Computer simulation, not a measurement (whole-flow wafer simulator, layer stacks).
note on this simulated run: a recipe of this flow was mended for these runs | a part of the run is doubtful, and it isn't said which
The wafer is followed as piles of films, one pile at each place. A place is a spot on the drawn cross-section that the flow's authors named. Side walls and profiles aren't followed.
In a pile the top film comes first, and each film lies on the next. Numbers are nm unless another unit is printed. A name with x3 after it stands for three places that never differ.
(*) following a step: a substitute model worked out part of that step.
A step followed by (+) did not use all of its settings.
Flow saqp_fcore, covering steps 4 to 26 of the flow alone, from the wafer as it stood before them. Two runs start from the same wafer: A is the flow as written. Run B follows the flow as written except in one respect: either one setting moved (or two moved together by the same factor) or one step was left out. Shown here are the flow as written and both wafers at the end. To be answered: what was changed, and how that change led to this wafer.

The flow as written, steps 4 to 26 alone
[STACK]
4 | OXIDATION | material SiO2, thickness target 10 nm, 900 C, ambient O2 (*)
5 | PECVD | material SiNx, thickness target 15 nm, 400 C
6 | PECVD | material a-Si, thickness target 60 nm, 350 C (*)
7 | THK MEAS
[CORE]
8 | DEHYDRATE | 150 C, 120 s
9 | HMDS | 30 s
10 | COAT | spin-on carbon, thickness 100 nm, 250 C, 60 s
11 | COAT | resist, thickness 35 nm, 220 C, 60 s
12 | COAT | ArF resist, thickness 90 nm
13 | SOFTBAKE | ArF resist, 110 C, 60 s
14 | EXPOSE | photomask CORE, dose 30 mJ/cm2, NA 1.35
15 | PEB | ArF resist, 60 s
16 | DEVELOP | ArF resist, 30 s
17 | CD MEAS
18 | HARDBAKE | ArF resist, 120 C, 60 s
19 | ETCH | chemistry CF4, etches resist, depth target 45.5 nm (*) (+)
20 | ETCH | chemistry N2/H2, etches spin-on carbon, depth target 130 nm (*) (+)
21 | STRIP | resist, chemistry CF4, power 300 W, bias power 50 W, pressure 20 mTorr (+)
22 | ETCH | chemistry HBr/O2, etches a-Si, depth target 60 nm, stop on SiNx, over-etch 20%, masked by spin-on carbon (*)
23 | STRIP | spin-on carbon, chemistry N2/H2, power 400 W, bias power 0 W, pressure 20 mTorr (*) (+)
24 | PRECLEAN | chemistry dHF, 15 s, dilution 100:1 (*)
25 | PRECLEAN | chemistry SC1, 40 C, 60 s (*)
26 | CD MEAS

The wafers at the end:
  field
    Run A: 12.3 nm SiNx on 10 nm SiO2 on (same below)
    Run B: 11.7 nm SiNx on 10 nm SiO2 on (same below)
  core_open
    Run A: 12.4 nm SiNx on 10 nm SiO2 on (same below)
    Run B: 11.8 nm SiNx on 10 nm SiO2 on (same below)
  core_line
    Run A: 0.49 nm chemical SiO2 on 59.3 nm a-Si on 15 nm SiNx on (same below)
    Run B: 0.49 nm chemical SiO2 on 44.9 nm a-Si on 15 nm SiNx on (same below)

Cause: step 6, PECVD: thickness target 45.6 nm was run, while the flow as written has thickness target 60 nm; step 20, ETCH: depth target 98.8 nm was run, where the flow has depth target 130 nm.

The path from the change to this, step by step:
  6 | PECVD | material a-Si, thickness target 60 nm, 350 C (*)
      field, core_open, core_line: A +60 a-Si (new film) | B +45.6 a-Si (new film)
  20 | ETCH | chemistry N2/H2, etches spin-on carbon, depth target 130 nm (*) (+)
      field, core_open: A -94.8 spin-on carbon (all of it), -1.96 a-Si | B -94.8 spin-on carbon (all of it), -0.23 a-Si
      core_line: A -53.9 ArF resist (all of it), -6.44 resist | B -53.9 ArF resist (all of it), -4.36 resist
  21 | STRIP | resist, chemistry CF4, power 300 W, bias power 50 W, pressure 20 mTorr (+)
      field: A -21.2 a-Si | B -22.8 a-Si
      core_open: A -18.7 a-Si | B -20 a-Si
      (as well as at 1 more place)
  22 | ETCH | chemistry HBr/O2, etches a-Si, depth target 60 nm, stop on SiNx, over-etch 20%, masked by spin-on carbon (*)
      field: A -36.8 a-Si (all of it), -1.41 SiNx | B -22.6 a-Si (all of it), -1.98 SiNx
      core_open: A -39.4 a-Si (all of it), -1.3 SiNx | B -25.4 a-Si (all of it), -1.87 SiNx
      (as well as at 1 more place)
  23 | STRIP | spin-on carbon, chemistry N2/H2, power 400 W, bias power 0 W, pressure 20 mTorr (*) (+)
      core_line: A -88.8 spin-on carbon (all of it) | B -92.1 spin-on carbon (all of it)
